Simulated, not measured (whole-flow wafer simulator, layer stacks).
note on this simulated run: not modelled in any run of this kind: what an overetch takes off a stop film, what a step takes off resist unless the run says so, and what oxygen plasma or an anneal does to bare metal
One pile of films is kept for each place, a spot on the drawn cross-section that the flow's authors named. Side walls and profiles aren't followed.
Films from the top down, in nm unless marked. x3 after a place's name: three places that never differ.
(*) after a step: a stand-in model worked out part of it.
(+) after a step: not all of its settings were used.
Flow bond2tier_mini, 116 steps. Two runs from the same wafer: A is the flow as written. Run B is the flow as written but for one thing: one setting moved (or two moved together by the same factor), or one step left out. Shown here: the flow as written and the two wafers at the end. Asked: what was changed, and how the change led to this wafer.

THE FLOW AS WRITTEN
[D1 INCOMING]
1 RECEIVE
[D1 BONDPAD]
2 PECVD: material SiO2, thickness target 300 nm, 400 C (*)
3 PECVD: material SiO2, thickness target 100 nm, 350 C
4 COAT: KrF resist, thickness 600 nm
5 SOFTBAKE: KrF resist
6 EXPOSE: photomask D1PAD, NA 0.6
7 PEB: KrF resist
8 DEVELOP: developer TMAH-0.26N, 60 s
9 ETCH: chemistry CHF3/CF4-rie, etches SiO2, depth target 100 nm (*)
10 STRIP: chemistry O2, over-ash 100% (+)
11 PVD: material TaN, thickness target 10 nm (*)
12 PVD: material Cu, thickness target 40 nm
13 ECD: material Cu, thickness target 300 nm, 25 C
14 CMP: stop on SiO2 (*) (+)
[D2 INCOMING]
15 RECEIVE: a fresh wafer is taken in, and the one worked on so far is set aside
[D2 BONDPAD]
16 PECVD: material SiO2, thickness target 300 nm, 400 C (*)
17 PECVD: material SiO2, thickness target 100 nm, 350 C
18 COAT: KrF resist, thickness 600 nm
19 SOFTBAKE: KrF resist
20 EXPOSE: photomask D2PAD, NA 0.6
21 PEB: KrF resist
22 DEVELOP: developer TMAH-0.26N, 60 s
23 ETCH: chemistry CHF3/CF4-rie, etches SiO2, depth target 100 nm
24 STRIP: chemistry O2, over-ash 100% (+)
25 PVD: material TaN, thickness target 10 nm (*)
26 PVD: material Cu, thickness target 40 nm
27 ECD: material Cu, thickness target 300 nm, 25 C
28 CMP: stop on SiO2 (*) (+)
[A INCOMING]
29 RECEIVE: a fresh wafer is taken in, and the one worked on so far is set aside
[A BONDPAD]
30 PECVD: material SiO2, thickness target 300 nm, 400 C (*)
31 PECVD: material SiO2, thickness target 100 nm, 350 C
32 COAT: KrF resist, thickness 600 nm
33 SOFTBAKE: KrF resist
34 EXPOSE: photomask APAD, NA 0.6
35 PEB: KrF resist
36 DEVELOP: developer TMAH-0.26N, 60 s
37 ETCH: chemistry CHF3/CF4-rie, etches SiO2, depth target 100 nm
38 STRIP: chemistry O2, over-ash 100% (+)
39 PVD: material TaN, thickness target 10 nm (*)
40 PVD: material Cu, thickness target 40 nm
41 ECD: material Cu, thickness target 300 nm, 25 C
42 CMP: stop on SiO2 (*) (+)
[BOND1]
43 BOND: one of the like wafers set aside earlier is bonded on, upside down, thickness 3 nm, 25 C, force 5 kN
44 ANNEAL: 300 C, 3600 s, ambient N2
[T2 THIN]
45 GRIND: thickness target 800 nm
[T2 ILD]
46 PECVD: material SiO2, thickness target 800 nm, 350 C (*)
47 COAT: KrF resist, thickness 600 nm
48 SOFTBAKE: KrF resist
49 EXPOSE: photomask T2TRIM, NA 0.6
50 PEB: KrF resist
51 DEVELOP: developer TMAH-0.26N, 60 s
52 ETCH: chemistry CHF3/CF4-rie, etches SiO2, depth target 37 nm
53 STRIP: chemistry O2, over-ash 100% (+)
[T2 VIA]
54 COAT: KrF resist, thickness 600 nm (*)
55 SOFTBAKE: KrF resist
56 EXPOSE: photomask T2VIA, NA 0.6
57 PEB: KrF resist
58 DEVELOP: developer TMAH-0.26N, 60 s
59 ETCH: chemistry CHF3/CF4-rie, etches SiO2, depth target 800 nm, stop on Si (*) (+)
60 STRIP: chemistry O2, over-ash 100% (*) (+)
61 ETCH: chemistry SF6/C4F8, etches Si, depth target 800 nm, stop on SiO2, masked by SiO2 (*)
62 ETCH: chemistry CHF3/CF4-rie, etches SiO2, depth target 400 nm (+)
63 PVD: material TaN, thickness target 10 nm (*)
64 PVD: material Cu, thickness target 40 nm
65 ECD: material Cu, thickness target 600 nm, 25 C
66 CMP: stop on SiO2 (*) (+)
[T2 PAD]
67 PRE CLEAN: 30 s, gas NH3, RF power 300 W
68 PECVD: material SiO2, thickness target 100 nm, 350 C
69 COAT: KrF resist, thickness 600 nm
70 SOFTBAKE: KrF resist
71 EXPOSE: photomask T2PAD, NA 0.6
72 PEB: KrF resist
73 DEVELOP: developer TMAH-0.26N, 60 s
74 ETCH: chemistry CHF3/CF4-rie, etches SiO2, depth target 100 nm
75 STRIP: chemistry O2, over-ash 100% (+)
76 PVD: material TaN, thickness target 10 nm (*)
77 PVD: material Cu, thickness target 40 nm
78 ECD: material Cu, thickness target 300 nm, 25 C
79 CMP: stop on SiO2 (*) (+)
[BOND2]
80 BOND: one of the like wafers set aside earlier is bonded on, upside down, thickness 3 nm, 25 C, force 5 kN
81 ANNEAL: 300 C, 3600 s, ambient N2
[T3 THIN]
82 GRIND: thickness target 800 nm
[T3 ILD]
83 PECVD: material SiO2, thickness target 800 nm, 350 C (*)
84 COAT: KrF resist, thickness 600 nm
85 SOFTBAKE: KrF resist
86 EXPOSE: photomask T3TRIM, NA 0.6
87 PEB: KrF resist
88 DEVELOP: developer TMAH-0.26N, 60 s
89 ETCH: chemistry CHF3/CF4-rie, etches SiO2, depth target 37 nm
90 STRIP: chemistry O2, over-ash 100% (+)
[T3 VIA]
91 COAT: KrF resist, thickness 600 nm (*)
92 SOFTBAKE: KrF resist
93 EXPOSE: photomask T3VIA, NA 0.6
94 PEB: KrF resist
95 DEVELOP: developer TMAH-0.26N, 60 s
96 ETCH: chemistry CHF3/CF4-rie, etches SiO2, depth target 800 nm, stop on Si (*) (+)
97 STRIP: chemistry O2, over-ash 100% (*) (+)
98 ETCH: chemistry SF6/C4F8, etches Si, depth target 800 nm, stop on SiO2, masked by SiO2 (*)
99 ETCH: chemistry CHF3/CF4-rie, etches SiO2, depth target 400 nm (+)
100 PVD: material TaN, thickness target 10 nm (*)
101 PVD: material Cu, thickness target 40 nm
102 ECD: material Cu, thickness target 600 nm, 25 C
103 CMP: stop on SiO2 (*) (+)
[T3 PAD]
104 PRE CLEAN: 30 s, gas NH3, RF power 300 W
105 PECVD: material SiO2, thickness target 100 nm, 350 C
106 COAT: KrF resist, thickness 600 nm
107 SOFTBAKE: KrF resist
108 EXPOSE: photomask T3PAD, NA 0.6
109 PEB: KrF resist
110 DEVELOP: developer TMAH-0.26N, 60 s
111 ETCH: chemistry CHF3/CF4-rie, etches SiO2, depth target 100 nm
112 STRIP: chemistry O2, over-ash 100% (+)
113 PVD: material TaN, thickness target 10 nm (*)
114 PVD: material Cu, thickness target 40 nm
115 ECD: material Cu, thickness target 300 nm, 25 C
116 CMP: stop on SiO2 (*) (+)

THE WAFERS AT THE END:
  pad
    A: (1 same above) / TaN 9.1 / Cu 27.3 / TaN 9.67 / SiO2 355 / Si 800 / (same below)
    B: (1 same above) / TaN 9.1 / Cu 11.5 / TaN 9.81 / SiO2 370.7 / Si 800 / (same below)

The cause: step 89, ETCH: depth target 21.3 nm was run, where the flow has depth target 37 nm.

How the change led to this, step by step:
  89 ETCH: chemistry CHF3/CF4-rie, etches SiO2, depth target 37 nm
      field: A KrF resist -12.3 | B KrF resist -7.1
      pad: A SiO2 -37 | B SiO2 -21.3
  97 STRIP: chemistry O2, over-ash 100% (*) (+)
      field: A KrF resist -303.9 (all of it) | B KrF resist -310.6 (all of it)
      pad: A KrF resist -336 (all of it) | B KrF resist -329 (all of it)
  102 ECD: material Cu, thickness target 600 nm, 25 C
      pad: A Cu +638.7 | B Cu +622.2
